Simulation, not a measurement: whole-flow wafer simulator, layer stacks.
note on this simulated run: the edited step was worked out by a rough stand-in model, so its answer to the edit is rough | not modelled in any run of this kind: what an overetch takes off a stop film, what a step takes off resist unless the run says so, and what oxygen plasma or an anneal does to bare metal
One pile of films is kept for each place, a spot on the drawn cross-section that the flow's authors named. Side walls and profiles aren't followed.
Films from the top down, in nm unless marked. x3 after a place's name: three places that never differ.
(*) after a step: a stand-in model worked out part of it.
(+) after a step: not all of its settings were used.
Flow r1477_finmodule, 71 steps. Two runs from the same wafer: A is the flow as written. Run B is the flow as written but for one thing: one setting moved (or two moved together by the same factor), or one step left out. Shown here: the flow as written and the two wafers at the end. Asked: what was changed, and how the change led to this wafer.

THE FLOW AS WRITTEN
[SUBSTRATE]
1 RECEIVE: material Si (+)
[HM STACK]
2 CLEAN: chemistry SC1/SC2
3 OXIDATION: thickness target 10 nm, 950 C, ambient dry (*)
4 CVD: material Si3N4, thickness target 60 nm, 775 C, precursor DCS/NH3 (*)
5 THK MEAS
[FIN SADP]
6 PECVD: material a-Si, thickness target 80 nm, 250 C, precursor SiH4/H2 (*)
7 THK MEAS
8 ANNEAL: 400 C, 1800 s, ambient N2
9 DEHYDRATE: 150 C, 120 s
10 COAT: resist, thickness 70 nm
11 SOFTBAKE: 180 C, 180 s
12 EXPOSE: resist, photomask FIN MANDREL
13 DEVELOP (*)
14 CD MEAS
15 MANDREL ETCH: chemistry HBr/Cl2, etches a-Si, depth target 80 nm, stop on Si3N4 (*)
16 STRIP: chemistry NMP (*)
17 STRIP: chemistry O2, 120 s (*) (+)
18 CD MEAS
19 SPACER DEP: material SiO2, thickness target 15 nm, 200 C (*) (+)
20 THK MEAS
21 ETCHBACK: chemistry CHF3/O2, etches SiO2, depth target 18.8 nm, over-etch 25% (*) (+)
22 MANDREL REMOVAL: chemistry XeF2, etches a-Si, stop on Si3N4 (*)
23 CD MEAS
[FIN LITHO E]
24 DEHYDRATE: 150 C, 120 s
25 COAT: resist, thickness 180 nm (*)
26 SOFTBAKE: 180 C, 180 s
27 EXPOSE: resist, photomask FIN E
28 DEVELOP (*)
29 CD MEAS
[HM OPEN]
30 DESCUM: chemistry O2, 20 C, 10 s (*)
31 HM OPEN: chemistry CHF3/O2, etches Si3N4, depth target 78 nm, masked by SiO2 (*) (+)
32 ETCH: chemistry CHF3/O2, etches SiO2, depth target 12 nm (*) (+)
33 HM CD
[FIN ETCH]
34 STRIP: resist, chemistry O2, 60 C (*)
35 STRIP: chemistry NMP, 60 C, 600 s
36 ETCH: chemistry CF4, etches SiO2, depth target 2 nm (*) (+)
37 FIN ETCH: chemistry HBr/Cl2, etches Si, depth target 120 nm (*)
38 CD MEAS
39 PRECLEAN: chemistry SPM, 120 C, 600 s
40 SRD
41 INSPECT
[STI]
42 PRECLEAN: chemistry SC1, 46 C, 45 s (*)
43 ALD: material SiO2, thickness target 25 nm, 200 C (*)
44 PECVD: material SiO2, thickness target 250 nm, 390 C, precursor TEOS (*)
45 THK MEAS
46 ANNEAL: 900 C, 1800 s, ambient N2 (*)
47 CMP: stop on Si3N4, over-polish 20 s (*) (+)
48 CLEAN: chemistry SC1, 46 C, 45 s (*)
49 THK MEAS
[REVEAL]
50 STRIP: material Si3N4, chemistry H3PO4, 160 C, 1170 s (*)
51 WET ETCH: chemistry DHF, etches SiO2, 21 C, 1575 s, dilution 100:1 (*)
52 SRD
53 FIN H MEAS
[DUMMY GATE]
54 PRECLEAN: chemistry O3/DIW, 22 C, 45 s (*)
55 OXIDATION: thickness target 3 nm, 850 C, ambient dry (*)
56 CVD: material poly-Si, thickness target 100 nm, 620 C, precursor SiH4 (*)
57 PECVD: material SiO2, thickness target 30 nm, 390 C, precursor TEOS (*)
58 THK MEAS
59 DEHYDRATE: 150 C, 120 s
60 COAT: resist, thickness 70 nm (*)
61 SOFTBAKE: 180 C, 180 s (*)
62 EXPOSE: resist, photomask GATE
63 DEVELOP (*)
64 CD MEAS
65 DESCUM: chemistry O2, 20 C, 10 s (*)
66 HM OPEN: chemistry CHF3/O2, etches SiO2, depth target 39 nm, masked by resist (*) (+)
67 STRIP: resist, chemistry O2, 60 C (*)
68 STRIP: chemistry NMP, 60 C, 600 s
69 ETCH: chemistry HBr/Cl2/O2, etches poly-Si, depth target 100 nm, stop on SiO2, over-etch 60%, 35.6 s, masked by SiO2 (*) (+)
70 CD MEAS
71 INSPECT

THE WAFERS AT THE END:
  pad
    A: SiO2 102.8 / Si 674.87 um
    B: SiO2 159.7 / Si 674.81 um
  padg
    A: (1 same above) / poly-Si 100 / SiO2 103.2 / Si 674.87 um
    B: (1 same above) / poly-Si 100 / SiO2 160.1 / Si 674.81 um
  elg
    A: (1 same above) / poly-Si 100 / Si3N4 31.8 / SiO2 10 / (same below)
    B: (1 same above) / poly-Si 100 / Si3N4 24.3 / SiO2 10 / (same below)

The cause: step 37, FIN ETCH: depth target 177 nm was run, where the flow has depth target 120 nm.

How the change led to this, step by step:
  37 FIN ETCH: chemistry HBr/Cl2, etches Si, depth target 120 nm (*)
      pad, padg, esg and 19 more: A Si -120 | B Si -177
      elg, e40lg, e100lg, e200lg, elo, e40lo, e100lo, e200lo: A Si3N4 -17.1 | B Si3N4 -25.3
      (and at 6 more places)
  43 ALD: material SiO2, thickness target 25 nm, 200 C (*)
      s40cg, s45cg, s50cg, s40co, s45co, s50co: A SiO2 +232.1 (new film) | B SiO2 +284.7 (new film)
      esg: A SiO2 +194.3 (new film) | B SiO2 +243.1 (new film)
  47 CMP: stop on Si3N4, over-polish 20 s (*) (+)
      pad, padg, e40sg and 11 more: A SiO2 -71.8 | B SiO2 -14.8
      elg, esg, e40lg and 6 more: A SiO2 -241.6 | B SiO2 -233.5
      (and at 1 more place)
  51 WET ETCH: chemistry DHF, etches SiO2, 21 C, 1575 s, dilution 100:1 (*)
      elg, e40lg, e100lg, e200lg, elo, e40lo, e100lo, e200lo: A SiO2 -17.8 (all of it), Si3N4 -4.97 | B SiO2 -26 (all of it), Si3N4 -4.32
  56 CVD: material poly-Si, thickness target 100 nm, 620 C, precursor SiH4 (*)
      esg: A poly-Si +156 (new film) | B poly-Si +148.7 (new film)
  60 COAT: resist, thickness 70 nm (*)
      e40sg, eso, e40so: A resist +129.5 (new film) | B resist +122.4 (new film)
      e100sg, e100so: A resist +129.4 (new film) | B resist +122.4 (new film)
      (and at 2 more places)
  63 DEVELOP (*)
      eso, e40so: A resist -129.5 (all of it) | B resist -122.4 (all of it)
      e100so: A resist -129.4 (all of it) | B resist -122.4 (all of it)
      (and at 1 more place)
  67 STRIP: resist, chemistry O2, 60 C (*)
      e40sg: A resist -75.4 (all of it) | B resist -68.3 (all of it)
      e100sg: A resist -75.3 (all of it) | B resist -68.3 (all of it)
      (and at 1 more place)
